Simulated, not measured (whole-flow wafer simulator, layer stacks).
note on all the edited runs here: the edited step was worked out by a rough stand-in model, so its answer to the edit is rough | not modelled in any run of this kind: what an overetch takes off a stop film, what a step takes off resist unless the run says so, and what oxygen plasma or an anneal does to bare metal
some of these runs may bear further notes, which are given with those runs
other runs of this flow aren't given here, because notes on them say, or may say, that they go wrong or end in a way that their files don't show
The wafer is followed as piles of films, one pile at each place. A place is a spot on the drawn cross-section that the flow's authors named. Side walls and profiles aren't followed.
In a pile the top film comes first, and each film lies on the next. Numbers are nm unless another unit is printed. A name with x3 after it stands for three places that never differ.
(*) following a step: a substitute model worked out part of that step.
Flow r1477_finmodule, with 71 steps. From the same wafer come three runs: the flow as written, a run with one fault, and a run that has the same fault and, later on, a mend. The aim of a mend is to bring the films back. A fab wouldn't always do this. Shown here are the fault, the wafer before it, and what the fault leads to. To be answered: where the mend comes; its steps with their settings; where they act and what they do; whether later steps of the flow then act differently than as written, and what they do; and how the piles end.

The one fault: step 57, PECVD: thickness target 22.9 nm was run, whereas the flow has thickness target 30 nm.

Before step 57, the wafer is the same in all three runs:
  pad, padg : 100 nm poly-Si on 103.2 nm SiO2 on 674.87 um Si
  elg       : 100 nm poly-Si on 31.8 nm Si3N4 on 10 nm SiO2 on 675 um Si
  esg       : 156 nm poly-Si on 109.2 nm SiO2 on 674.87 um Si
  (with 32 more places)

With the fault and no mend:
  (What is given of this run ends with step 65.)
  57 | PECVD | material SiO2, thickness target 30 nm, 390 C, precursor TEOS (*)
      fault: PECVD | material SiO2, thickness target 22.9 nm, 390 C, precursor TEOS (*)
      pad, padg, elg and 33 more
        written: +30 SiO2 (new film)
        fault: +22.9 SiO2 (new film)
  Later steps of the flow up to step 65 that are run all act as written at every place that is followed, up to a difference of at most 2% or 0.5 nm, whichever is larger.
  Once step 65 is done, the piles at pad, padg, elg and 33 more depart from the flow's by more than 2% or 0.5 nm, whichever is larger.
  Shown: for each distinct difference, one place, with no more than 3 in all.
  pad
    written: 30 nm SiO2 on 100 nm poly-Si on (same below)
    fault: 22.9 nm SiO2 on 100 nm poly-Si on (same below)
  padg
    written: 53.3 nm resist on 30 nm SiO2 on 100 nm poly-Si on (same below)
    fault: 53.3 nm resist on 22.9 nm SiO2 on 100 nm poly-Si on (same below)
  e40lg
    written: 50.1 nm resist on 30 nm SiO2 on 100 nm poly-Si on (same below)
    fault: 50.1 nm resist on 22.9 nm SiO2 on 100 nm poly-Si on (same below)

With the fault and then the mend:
  The mend follows step 58.
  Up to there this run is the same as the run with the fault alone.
  58a | PECVD | material SiO2, thickness target 7.1 nm, 390 C, precursor TEOS (*) (a further turn of the flow's step 57, with different settings)
      pad, padg, elg and 33 more
        +7.1 SiO2
  Later steps of the flow that are run all act as written at every place that is followed.
  By the end, the piles equal the flow's at every place that both follow.
